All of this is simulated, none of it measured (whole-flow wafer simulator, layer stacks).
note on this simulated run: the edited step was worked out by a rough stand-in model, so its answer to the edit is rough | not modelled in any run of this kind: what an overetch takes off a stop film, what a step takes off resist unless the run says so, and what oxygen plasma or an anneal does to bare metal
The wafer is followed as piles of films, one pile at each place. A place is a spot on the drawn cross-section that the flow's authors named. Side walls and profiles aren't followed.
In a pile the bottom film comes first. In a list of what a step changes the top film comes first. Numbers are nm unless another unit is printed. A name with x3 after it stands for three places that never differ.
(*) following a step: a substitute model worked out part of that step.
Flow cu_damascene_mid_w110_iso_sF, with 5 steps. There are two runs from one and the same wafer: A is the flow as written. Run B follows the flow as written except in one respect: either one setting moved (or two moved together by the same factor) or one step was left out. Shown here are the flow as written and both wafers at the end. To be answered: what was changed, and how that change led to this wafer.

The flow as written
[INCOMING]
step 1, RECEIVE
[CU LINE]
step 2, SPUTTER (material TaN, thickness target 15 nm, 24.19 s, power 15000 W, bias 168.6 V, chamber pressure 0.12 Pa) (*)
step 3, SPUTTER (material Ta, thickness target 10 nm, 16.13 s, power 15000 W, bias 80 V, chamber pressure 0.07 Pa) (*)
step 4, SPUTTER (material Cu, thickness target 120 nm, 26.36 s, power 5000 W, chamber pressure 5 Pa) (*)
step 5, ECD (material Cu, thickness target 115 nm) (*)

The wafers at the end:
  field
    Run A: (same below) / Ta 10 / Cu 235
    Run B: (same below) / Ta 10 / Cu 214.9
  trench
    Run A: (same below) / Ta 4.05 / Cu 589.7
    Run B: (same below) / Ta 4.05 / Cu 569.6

What caused this: step 5, ECD: thickness target 94.9 nm was run, whereas the flow has thickness target 115 nm.

How this came from the change, step by step:
  step 5, ECD (material Cu, thickness target 115 nm) (*)
      field: A +115 Cu | B +94.9 Cu
      trench: A +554 Cu | B +533.9 Cu
